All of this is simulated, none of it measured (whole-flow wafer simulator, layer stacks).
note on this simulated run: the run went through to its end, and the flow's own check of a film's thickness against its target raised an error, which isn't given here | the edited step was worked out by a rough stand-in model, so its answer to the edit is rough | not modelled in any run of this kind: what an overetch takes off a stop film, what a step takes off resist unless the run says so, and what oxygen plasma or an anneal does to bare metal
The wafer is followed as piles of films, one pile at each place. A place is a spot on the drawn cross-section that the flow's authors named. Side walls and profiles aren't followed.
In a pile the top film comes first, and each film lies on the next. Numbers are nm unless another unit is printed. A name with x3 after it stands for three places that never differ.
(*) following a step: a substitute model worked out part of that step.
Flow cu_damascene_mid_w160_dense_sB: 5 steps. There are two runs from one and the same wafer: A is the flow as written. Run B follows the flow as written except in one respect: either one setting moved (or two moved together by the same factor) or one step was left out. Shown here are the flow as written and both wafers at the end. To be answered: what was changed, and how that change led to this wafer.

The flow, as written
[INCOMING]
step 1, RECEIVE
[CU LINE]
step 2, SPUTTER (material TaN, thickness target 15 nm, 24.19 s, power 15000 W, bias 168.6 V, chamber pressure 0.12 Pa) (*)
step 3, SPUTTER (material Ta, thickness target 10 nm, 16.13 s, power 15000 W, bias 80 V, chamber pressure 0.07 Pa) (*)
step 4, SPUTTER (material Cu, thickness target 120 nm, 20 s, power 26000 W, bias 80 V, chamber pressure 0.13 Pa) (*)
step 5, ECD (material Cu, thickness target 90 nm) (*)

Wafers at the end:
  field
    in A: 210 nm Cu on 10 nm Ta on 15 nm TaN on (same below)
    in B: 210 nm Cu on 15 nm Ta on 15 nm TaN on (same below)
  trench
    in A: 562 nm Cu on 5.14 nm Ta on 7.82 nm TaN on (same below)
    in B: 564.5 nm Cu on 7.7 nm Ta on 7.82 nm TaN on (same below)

The reason: step 3, SPUTTER: thickness target 15 nm was run, though the flow has thickness target 10 nm.
The wafer itself shows it: field has Ta 15, and step 3 as written asks for 10 nm.

How this came from the change, step by step:
  step 3, SPUTTER (material Ta, thickness target 10 nm, 16.13 s, power 15000 W, bias 80 V, chamber pressure 0.07 Pa) (*)
      field: A Ta gains 10 (new film) | B Ta gains 15 (new film)
      trench: A Ta gains 5.14 (new film) | B Ta gains 7.7 (new film)
